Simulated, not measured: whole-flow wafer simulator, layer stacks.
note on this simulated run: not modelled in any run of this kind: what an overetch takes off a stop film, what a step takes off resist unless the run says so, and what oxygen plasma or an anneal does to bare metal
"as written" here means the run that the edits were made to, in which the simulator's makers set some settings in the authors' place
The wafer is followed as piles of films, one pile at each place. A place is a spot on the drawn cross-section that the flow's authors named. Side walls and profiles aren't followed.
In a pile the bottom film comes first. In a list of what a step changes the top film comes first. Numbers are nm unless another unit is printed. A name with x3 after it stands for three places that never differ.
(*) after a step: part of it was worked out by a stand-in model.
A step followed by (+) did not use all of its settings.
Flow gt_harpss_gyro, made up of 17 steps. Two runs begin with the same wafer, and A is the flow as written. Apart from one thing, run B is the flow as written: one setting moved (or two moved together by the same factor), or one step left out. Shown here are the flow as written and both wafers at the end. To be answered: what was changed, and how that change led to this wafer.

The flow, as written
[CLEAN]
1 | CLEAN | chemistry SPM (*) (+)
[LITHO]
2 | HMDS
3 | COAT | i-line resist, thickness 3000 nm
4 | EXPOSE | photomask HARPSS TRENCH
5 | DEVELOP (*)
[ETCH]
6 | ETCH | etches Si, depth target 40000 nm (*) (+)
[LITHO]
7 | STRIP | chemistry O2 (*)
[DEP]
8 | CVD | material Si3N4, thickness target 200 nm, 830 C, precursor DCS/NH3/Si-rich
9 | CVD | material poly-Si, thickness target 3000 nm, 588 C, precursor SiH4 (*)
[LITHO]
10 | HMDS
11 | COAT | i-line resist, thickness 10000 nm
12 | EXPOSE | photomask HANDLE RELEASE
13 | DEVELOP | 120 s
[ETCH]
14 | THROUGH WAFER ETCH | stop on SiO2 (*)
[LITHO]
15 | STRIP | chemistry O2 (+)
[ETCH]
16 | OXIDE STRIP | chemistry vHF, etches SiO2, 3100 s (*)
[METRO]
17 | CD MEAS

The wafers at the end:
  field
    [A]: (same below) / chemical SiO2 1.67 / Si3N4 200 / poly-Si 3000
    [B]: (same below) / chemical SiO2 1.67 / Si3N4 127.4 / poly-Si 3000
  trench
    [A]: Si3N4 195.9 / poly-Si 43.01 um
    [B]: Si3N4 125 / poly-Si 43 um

Cause: step 8, CVD: thickness target 127.4 nm was run, though the flow has thickness target 200 nm.
One can read it off the wafer: field has Si3N4 127.4, and step 8 as written asks for 200 nm.

How this came from the change, step by step:
  8 | CVD | material Si3N4, thickness target 200 nm, 830 C, precursor DCS/NH3/Si-rich
      field: A +200 Si3N4 (new film) | B +127.4 Si3N4 (new film)
      trench: A +195.9 Si3N4 (new film) | B +125 Si3N4 (new film)
  9 | CVD | material poly-Si, thickness target 3000 nm, 588 C, precursor SiH4 (*)
      trench: A +43.01 um poly-Si (new film) | B +43 um poly-Si (new film)
